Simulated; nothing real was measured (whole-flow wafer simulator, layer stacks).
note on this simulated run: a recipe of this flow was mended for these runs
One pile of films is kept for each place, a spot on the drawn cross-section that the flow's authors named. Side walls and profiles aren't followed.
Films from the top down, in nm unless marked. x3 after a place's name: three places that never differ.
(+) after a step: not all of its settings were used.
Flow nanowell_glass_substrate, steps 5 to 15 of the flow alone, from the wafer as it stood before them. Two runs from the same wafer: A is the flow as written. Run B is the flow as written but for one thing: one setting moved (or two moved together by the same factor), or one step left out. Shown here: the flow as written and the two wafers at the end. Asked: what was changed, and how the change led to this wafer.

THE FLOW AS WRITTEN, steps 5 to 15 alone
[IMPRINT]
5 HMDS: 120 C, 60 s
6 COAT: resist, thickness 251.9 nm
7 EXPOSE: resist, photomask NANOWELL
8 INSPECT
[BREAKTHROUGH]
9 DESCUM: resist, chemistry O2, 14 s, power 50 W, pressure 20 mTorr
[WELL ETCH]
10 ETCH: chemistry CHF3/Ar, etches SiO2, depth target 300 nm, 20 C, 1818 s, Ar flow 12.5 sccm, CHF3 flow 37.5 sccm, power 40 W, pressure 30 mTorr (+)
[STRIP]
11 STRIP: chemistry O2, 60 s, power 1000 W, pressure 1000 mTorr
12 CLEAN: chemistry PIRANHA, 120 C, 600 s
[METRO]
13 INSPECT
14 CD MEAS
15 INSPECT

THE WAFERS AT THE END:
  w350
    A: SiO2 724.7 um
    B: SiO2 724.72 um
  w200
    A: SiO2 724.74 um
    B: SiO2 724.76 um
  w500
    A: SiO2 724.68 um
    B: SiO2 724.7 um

The cause: step 6, COAT: thickness 289.7 nm was run, where the flow has thickness 251.9 nm.

How the change led to this, step by step:
  6 COAT: resist, thickness 251.9 nm
      land, w350, w200, w500, w700: A resist +251.9 (new film) | B resist +289.7 (new film)
  7 EXPOSE: resist, photomask NANOWELL
      land: A resist +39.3 | B resist +35.9
  9 DESCUM: resist, chemistry O2, 14 s, power 50 W, pressure 20 mTorr
      w350, w200, w500, w700: A resist -18.2 (all of it) | B resist -34.9
  10 ETCH: chemistry CHF3/Ar, etches SiO2, depth target 300 nm, 20 C, 1818 s, Ar flow 12.5 sccm, CHF3 flow 37.5 sccm, power 40 W, pressure 30 mTorr (+)
      w350: A SiO2 -300 | B resist -17.7 (all of it), SiO2 -281.7
      w200: A SiO2 -260.5 | B resist -17.7 (all of it), SiO2 -241.2
      (and at 2 more places)
  11 STRIP: chemistry O2, 60 s, power 1000 W, pressure 1000 mTorr
      land: A resist -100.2 (all of it) | B resist -131.9 (all of it)
